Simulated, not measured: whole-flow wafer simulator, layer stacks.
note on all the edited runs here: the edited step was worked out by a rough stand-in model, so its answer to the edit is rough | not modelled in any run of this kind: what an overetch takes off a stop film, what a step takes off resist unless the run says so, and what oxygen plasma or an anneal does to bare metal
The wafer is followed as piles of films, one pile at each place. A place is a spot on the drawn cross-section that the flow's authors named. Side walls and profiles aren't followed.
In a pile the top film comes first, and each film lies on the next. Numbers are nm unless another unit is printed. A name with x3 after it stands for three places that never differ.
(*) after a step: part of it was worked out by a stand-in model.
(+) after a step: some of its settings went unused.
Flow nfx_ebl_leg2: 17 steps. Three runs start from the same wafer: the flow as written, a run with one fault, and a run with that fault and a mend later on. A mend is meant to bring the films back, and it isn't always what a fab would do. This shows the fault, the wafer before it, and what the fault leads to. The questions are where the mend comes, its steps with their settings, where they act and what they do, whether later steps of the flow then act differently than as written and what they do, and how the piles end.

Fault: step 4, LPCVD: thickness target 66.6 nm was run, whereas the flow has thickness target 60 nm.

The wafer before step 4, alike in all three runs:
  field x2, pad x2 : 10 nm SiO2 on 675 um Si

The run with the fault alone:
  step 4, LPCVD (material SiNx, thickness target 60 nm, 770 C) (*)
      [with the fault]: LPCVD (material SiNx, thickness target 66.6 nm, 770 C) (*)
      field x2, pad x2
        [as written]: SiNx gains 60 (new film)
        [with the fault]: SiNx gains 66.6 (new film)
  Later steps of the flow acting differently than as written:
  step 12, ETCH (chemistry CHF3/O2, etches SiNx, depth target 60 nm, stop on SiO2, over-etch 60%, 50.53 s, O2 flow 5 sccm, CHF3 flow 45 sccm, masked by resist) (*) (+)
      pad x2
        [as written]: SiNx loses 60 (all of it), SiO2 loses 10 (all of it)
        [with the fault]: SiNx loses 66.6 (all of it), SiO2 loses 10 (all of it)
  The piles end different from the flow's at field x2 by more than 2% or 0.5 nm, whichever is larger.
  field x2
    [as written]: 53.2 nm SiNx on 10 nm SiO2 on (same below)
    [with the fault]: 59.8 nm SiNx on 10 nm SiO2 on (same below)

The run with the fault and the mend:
  The mend follows step 5.
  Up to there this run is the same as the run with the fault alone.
  step 5a, ETCH (chemistry h3po4, depth target 76.59 nm)
      field x2, pad x2
        SiNx loses 66.6 (all of it)
  step 5b, CLEAN (chemistry SC1/SC2) (a further turn of the flow's step 2)
      alters no film at any place that is followed
  step 5c, LPCVD (material SiNx, thickness target 60 nm, 770 C) (*) (a further turn of the flow's step 4)
      field x2, pad x2
        SiNx gains 60 (new film)
  None of the later steps of the flow acts differently than as written at any place that is followed.
  By the end, the piles equal the flow's at every place that both follow.
